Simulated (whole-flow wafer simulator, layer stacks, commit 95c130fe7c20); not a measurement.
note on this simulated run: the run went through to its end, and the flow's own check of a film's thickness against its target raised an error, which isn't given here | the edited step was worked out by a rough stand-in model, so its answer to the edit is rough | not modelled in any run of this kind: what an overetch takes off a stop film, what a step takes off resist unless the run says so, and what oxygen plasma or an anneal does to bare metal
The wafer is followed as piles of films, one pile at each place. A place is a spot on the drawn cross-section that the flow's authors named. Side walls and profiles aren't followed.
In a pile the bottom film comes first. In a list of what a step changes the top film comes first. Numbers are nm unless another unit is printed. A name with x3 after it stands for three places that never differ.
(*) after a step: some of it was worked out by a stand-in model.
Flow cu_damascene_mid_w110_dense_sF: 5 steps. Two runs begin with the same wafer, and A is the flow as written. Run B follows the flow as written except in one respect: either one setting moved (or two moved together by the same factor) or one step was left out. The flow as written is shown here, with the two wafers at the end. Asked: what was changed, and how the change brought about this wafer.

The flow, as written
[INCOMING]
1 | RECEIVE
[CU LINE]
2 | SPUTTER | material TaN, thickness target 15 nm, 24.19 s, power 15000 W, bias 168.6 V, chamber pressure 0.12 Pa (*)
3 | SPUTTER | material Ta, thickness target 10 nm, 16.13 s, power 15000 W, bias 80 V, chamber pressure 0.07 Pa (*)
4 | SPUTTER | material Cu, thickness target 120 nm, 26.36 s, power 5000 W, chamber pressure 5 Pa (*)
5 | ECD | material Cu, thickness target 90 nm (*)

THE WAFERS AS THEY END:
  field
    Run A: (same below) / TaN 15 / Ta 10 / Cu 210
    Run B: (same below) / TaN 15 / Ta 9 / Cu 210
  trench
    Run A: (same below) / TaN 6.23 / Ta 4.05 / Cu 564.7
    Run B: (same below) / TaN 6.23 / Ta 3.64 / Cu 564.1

The reason: step 3, SPUTTER: thickness target 9 nm was run, though the flow has thickness target 10 nm; step 3, SPUTTER: 14.52 s was run, where the flow has 16.13 s.
One can read it off the wafer: field has Ta 9, and step 3 as written asks for 10 nm.

How this came from the change, step by step:
  3 | SPUTTER | material Ta, thickness target 10 nm, 16.13 s, power 15000 W, bias 80 V, chamber pressure 0.07 Pa (*)
      field: A Ta gains 10 (new film) | B Ta gains 9 (new film)
